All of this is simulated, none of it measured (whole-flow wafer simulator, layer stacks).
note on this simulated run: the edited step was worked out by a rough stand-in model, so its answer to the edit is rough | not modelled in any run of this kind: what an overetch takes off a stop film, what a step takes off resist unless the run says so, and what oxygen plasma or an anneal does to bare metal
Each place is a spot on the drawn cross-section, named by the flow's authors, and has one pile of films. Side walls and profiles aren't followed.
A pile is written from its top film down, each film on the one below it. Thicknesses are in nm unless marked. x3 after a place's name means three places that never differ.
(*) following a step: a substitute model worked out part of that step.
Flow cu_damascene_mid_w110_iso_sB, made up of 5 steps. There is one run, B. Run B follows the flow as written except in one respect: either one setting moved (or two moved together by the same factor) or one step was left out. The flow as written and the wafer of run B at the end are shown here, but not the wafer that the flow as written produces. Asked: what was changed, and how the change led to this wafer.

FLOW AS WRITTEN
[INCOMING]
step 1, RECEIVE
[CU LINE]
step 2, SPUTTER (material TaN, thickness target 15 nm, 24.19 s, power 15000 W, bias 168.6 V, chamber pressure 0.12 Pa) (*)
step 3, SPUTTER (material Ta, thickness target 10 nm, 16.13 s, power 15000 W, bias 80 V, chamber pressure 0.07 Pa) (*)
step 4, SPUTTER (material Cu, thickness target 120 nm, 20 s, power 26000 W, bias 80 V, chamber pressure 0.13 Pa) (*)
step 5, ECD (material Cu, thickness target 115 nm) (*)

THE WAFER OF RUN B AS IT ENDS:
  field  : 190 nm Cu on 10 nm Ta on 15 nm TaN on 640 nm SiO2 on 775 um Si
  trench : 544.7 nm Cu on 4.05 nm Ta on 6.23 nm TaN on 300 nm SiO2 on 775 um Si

Cause: step 4, SPUTTER: thickness target 75 nm was run, though the flow has thickness target 120 nm; step 4, SPUTTER: 12.5 s was run, where the flow has 20 s.

The path from the change to this, step by step:
  step 4, SPUTTER (material Cu, thickness target 120 nm, 20 s, power 26000 W, bias 80 V, chamber pressure 0.13 Pa) (*)
      field: Cu gains 75 (new film) (as written it would have been: Cu gains 120 (new film))
      trench: Cu gains 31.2 (new film) (as written it would have been: Cu gains 49.9 (new film))
  step 5, ECD (material Cu, thickness target 115 nm) (*)
      trench: Cu gains 513.5 (as written it would have been: Cu gains 539.8)
